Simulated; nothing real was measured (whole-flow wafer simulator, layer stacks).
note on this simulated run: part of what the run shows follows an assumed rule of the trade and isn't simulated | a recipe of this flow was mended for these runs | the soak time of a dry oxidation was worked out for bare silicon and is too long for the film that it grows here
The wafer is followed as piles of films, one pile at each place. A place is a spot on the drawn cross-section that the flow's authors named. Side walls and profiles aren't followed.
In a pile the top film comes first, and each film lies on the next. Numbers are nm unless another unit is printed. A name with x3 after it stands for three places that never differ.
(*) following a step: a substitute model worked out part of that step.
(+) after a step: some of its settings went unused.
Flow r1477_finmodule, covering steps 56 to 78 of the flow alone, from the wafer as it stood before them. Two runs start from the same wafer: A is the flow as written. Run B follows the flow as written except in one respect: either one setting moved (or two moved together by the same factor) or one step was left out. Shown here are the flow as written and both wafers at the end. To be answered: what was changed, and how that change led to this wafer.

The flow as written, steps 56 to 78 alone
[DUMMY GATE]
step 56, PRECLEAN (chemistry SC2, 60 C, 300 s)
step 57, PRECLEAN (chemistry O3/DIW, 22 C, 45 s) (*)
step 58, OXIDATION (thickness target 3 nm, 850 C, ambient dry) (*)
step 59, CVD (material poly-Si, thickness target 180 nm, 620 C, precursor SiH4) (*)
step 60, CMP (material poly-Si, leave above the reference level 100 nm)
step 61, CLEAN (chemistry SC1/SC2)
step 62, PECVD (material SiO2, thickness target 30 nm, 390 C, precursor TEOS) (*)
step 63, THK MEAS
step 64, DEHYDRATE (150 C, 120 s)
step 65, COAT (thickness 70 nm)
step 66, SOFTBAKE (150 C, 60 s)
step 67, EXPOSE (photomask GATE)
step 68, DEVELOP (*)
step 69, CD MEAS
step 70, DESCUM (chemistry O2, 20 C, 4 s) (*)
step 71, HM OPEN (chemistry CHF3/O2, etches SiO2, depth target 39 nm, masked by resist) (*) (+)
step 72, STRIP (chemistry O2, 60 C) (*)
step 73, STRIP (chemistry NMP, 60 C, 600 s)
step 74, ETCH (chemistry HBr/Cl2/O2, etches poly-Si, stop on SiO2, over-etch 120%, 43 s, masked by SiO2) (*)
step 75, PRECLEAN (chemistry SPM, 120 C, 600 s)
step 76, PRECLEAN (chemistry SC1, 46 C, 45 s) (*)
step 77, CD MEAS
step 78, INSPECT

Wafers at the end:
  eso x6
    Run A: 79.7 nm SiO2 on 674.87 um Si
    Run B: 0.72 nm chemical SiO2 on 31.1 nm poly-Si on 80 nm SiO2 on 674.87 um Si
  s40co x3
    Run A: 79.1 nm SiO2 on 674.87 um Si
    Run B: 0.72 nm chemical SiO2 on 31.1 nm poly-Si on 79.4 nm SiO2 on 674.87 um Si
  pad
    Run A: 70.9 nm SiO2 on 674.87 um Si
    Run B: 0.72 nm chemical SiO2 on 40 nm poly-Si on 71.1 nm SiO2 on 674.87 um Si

Cause: step 71, HM OPEN: depth target 24 nm was run, while the flow as written has depth target 39 nm.

Step by step, how the change led to this:
  step 71, HM OPEN (chemistry CHF3/O2, etches SiO2, depth target 39 nm, masked by resist) (*) (+)
      pad, elo x7, eso x6, e200so, s40co x3: A -30 SiO2 (all of it), -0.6 chemical SiO2 (all of it), -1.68 poly-Si | B -24 SiO2
      padg, elg x7, esg x6, e200sg, s40cg x3: A -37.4 e-beam-resist | B -23 e-beam-resist
  step 72, STRIP (chemistry O2, 60 C) (*)
      pad, elo x7, eso x6, e200so, s40co x3: A +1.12 chemical SiO2 (new film), -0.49 poly-Si | B nothing
      padg, elg x7, esg x6, e200sg, s40cg x3: A -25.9 e-beam-resist (all of it) | B -40.3 e-beam-resist (all of it)
  step 74, ETCH (chemistry HBr/Cl2/O2, etches poly-Si, stop on SiO2, over-etch 120%, 43 s, masked by SiO2) (*)
      eso x6, e200so, s40co x3: A -1.12 chemical SiO2 (all of it), -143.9 poly-Si (all of it), -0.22 SiO2 | B -6 SiO2 (all of it), -0.6 chemical SiO2 (all of it), -114.6 poly-Si
      elo x7: A -1.12 chemical SiO2 (all of it), -97.6 poly-Si (all of it), -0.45 SiO2 | B -6 SiO2 (all of it), -0.6 chemical SiO2 (all of it), -99.7 poly-Si (all of it), -0.07 SiO2
      (as well as at 1 more place)
  step 75, PRECLEAN (chemistry SPM, 120 C, 600 s)
      pad, eso x6, e200so, s40co x3: A nothing | B +0.8 chemical SiO2 (new film), -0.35 poly-Si
